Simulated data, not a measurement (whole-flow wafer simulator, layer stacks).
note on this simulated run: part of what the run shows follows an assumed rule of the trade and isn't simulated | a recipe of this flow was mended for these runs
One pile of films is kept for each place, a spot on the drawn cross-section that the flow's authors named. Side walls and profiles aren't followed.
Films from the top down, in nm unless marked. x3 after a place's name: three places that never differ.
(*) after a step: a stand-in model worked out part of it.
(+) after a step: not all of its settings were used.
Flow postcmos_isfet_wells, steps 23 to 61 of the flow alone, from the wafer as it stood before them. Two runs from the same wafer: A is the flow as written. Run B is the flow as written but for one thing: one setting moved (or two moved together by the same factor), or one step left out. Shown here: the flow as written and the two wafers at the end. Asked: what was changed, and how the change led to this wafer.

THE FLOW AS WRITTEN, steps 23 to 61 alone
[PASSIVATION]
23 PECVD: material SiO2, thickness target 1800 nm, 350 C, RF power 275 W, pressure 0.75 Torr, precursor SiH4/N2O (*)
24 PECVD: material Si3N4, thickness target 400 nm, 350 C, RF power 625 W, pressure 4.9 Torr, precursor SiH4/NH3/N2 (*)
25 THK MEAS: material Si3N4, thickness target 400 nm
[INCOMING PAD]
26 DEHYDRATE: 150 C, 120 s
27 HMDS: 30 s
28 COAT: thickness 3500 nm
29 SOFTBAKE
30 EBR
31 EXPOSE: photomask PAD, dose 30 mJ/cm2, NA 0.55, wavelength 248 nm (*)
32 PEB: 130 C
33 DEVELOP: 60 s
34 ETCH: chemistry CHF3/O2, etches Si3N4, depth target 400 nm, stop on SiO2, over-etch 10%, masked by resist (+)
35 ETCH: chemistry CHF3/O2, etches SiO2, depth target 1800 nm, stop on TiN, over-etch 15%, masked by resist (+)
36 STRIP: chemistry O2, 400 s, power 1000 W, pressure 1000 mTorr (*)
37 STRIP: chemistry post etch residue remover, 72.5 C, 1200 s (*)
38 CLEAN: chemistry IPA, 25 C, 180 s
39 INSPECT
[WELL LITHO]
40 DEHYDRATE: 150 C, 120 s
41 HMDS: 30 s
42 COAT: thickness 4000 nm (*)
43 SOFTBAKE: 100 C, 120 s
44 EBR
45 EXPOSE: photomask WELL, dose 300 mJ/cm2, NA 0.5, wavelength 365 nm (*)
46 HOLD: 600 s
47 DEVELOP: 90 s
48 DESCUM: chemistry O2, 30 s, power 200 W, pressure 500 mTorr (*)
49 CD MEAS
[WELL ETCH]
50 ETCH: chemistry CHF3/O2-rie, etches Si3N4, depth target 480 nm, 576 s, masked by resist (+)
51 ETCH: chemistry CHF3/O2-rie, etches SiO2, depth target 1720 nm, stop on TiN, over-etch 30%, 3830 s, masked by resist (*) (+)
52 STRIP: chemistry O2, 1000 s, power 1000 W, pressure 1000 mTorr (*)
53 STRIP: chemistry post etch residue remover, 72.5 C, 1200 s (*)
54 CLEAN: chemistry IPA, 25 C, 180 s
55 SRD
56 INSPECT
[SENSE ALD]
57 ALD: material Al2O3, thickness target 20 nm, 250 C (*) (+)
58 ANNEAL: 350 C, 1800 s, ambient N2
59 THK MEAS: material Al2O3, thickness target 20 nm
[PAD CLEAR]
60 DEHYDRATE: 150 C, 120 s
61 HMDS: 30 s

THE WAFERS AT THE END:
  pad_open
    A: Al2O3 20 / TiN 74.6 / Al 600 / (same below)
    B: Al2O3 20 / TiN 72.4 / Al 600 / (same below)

The cause: step 34, ETCH: depth target 448 nm was run, where the flow has depth target 400 nm.

How the change led to this, step by step:
  34 ETCH: chemistry CHF3/O2, etches Si3N4, depth target 400 nm, stop on SiO2, over-etch 10%, masked by resist (+)
      field, margin x2, well900 x4, pad_clr: A thick-KrF-resist -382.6 | B thick-KrF-resist -428.5
      pad_open: A Si3N4 -400 (all of it), SiO2 -20 | B Si3N4 -400 (all of it), SiO2 -46.4
  35 ETCH: chemistry CHF3/O2, etches SiO2, depth target 1800 nm, stop on TiN, over-etch 15%, masked by resist (+)
      pad_open: A SiO2 -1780 (all of it), TiN -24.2 | B SiO2 -1753.6 (all of it), TiN -26.4
